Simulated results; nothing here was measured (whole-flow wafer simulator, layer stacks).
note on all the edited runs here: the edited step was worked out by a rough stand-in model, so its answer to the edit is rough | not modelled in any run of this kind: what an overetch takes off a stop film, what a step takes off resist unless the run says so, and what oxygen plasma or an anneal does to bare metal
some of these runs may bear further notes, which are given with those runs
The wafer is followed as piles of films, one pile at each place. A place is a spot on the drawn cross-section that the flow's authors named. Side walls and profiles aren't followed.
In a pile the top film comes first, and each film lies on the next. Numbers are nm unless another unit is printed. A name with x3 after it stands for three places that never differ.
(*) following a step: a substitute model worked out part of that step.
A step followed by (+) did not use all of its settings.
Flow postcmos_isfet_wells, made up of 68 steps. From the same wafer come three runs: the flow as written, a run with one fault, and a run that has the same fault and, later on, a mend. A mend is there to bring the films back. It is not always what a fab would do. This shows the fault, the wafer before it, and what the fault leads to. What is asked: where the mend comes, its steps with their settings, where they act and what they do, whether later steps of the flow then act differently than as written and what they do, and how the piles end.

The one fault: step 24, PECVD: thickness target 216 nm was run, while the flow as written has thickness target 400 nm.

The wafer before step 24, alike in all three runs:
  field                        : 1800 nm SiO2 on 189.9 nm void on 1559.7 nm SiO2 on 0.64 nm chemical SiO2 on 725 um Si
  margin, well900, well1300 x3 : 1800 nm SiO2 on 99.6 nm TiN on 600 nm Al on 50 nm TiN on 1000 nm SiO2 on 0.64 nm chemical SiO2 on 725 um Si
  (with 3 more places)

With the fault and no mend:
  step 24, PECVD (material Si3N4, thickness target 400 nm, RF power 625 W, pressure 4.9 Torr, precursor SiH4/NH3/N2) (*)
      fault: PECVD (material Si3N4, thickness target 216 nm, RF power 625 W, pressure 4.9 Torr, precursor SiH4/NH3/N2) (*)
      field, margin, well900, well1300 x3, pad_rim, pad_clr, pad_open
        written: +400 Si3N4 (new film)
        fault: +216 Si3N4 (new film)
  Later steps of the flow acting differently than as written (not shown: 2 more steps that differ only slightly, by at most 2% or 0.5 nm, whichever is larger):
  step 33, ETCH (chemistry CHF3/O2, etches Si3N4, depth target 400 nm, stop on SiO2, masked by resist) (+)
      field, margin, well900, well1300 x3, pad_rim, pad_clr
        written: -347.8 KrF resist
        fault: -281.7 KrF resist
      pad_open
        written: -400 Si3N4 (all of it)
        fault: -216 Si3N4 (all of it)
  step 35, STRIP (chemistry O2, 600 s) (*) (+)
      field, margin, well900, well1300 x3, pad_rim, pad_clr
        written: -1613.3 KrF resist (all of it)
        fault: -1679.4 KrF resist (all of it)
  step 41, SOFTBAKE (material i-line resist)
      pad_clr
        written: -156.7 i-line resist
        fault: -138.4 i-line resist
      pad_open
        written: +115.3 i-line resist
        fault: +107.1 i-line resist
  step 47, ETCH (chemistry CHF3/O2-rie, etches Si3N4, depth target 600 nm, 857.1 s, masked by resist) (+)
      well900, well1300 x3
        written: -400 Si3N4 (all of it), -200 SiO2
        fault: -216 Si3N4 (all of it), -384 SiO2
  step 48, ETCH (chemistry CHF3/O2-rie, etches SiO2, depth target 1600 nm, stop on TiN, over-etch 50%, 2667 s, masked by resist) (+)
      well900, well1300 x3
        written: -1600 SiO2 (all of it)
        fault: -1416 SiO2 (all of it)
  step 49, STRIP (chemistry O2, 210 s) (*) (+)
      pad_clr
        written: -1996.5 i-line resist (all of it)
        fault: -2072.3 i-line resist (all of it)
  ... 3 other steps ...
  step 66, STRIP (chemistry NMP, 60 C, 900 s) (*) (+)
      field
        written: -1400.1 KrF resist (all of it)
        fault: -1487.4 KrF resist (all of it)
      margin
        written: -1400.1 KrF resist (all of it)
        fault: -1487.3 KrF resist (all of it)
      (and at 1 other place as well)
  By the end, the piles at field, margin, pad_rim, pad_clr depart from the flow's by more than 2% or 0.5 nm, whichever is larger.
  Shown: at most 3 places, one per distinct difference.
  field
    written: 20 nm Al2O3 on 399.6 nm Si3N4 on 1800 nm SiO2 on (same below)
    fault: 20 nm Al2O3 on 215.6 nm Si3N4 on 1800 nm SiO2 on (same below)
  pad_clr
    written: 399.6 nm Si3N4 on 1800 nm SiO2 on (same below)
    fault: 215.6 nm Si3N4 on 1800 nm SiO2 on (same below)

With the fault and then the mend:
  After step 24 comes the mend.
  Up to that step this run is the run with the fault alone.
  step 24a, PECVD (material Si3N4, thickness target 184 nm, RF power 625 W, pressure 4.9 Torr, precursor SiH4/NH3/N2) (*) (the flow's step 24, run once more with other settings)
      field, margin, well900, well1300 x3, pad_rim, pad_clr, pad_open
        +184 Si3N4
  None of the later steps of the flow acts differently than as written at any place that is followed.
  The piles end the same as the flow's at every place that both follow.
